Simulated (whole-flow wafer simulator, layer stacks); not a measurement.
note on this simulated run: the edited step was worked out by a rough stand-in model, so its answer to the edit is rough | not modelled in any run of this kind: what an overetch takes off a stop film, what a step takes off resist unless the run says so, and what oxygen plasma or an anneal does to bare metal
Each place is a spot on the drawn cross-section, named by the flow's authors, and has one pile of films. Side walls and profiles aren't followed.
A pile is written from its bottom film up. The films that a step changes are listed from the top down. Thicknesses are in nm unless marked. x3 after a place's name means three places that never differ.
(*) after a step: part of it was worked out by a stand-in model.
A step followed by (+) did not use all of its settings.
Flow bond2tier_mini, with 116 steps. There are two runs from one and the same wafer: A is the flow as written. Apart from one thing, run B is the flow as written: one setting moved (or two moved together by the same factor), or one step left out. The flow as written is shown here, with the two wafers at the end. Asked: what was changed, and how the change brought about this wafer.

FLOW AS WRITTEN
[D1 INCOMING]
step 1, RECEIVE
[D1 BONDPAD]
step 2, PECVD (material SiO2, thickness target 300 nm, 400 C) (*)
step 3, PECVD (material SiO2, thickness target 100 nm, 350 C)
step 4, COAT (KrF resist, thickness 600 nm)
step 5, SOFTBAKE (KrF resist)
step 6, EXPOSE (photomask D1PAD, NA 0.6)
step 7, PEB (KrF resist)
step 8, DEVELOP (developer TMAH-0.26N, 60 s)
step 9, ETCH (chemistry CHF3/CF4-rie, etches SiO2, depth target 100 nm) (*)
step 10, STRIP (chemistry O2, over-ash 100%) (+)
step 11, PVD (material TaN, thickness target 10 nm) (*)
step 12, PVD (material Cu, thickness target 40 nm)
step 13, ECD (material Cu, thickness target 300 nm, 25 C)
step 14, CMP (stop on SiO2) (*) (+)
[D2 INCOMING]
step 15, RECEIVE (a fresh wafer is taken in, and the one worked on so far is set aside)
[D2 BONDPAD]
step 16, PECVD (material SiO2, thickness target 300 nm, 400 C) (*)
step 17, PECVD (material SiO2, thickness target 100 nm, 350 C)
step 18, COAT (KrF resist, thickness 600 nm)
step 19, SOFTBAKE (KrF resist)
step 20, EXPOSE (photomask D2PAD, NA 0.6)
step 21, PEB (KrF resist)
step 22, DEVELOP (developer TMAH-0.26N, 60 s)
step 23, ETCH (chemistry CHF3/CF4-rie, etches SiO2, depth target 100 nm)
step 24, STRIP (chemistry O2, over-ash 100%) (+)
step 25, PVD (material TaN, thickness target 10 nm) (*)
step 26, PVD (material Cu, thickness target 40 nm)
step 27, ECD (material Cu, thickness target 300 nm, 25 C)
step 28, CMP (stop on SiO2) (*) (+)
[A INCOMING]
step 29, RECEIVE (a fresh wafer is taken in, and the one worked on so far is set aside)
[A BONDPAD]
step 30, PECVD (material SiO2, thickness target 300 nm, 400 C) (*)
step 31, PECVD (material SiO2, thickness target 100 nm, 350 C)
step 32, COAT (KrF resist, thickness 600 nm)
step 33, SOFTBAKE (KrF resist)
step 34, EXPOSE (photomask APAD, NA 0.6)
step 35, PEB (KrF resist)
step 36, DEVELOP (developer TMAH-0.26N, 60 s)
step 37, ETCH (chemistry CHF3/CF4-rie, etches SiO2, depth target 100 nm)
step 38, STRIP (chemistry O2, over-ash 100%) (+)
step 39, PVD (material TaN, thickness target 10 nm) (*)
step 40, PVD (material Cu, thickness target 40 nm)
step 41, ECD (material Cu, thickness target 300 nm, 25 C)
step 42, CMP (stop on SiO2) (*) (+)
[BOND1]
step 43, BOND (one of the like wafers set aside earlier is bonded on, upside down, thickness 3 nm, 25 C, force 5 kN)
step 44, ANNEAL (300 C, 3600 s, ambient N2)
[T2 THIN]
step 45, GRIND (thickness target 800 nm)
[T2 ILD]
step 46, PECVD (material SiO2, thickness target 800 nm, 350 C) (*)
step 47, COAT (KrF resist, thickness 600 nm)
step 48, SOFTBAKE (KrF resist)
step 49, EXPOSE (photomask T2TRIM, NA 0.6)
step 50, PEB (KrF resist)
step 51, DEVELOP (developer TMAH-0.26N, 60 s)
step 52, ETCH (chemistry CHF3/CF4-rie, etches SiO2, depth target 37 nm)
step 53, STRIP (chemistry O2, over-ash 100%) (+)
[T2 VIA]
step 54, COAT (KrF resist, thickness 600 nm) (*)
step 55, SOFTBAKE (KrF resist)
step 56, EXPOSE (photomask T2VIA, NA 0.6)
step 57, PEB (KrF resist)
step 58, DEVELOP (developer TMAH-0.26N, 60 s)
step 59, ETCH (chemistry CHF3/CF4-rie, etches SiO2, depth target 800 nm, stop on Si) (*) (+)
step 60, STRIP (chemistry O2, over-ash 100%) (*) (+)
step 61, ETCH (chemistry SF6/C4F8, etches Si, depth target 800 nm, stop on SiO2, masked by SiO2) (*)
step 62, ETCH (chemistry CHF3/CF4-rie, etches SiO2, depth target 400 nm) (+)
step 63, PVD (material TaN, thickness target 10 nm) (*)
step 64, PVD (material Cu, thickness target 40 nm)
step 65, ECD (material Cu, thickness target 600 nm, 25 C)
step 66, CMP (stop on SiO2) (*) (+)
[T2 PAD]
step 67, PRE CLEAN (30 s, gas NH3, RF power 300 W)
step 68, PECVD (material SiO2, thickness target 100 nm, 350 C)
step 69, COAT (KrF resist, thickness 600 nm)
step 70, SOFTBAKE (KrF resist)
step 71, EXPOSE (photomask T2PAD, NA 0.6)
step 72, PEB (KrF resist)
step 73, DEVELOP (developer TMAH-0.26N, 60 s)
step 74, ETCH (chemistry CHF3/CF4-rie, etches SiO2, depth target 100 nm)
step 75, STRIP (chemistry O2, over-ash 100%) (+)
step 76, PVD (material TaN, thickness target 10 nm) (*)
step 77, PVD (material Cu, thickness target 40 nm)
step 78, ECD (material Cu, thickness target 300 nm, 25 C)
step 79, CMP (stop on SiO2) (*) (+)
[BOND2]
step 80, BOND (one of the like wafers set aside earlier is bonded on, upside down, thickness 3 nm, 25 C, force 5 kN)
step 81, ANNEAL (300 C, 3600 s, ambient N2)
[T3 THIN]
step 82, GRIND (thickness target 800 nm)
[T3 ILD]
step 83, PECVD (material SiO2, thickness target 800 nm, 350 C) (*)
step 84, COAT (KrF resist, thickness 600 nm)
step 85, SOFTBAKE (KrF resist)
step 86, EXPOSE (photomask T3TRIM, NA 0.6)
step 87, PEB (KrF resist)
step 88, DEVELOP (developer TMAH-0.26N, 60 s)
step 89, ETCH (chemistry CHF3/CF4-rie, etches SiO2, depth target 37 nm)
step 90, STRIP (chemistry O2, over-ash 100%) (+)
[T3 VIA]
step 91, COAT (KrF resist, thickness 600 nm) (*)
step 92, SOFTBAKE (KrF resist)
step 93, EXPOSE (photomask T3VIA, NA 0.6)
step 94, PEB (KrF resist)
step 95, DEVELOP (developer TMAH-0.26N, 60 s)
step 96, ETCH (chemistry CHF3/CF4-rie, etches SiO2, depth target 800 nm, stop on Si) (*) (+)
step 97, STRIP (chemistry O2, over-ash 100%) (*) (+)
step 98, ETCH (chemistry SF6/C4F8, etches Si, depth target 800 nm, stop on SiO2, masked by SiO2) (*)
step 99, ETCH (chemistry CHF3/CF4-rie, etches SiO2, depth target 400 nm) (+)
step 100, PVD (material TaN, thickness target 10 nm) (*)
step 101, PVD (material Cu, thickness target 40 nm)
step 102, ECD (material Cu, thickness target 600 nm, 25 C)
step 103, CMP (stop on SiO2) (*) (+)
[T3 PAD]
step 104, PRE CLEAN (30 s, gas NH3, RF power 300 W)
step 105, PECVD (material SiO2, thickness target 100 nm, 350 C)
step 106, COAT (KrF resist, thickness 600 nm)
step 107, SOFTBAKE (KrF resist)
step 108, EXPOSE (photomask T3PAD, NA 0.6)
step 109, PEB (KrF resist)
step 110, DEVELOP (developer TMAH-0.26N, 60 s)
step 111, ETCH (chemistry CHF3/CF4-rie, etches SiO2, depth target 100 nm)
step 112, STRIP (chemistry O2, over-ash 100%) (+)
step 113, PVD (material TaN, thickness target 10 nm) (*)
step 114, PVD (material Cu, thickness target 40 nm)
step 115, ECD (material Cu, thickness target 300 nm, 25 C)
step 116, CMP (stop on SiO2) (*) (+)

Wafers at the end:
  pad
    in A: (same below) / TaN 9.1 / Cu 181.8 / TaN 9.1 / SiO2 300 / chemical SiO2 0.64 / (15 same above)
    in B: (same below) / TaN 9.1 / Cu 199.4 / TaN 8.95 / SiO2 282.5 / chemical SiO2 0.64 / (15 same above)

Cause: step 9, ETCH: depth target 117.5 nm was run, though the flow has depth target 100 nm.

How this came from the change, step by step:
  step 9, ETCH (chemistry CHF3/CF4-rie, etches SiO2, depth target 100 nm) (*)
      pad, via: A -100 SiO2 | B -117.5 SiO2
      field: A -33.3 KrF resist | B -39.2 KrF resist
  step 13, ECD (material Cu, thickness target 300 nm, 25 C)
      pad: A +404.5 Cu | B +422.7 Cu
      via: A +400.2 Cu | B +417.8 Cu
  step 43, BOND (one of the like wafers set aside earlier is bonded on, upside down, thickness 3 nm, 25 C, force 5 kN)
      pad: A +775 um Si (new film), +0.64 chemical SiO2 (new film), +300 SiO2 (new film), +9.1 TaN (new film), +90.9 Cu | B +775 um Si (new film), +0.64 chemical SiO2 (new film), +282.5 SiO2 (new film), +8.95 TaN (new film), +108.5 Cu
      via: A +775 um Si (new film), +0.64 chemical SiO2 (new film), +300 SiO2 (new film), +9.97 TaN (new film), +90 Cu | B +775 um Si (new film), +0.64 chemical SiO2 (new film), +282.5 SiO2 (new film), +9.96 TaN (new film), +107.5 Cu
